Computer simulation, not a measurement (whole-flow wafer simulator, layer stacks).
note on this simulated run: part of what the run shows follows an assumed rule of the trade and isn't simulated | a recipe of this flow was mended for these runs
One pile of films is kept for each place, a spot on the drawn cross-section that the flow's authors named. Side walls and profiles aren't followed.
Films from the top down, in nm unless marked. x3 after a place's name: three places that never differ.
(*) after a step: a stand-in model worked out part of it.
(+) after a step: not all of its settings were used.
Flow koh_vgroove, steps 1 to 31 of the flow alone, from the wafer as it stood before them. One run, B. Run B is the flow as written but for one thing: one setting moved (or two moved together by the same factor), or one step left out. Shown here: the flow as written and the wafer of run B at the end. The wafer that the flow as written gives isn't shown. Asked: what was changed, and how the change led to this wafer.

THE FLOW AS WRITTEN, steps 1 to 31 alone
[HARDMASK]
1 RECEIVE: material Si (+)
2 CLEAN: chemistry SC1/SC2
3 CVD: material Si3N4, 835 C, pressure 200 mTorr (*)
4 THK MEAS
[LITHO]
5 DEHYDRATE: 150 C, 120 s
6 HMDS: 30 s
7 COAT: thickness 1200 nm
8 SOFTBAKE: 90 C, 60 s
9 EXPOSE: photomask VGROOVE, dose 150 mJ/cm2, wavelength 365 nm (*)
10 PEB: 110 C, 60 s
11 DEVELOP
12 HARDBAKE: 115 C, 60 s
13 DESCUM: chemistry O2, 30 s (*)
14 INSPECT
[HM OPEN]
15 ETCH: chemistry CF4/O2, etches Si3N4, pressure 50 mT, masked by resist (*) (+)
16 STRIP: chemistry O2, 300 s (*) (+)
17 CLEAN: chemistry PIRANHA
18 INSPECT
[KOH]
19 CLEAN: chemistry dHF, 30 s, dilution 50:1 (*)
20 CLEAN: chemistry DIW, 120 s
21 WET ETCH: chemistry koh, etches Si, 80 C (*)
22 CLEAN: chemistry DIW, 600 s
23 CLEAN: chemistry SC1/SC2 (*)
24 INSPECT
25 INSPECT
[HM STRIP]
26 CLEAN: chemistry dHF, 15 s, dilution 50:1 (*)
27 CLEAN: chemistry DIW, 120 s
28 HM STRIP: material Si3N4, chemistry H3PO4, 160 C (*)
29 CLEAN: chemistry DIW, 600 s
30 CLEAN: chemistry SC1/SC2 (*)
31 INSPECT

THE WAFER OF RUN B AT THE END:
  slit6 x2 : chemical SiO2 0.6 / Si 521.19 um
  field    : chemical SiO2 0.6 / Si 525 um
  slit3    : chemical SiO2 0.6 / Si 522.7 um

The cause: step 3, CVD: 815 C was run, where the flow has 835 C.

How the change led to this, step by step:
  3 CVD: material Si3N4, 835 C, pressure 200 mTorr (*)
      field, slit3, slit2, slit6 x2: Si3N4 +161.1 (new film) (as written it would be: Si3N4 +200 (new film))
  15 ETCH: chemistry CF4/O2, etches Si3N4, pressure 50 mT, masked by resist (*) (+)
      slit3, slit2, slit6 x2: Si3N4 -161.1 (all of it), chemical SiO2 -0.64 (all of it), Si -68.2 (as written it would be: Si3N4 -200 (all of it), chemical SiO2 -0.64 (all of it), Si -29.4)
  28 HM STRIP: material Si3N4, chemistry H3PO4, 160 C (*)
      field: Si3N4 -159.9 (all of it), chemical SiO2 -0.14, Si -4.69 (as written it would be: Si3N4 -198.7 (all of it), chemical SiO2 -0.14, Si -2.75)
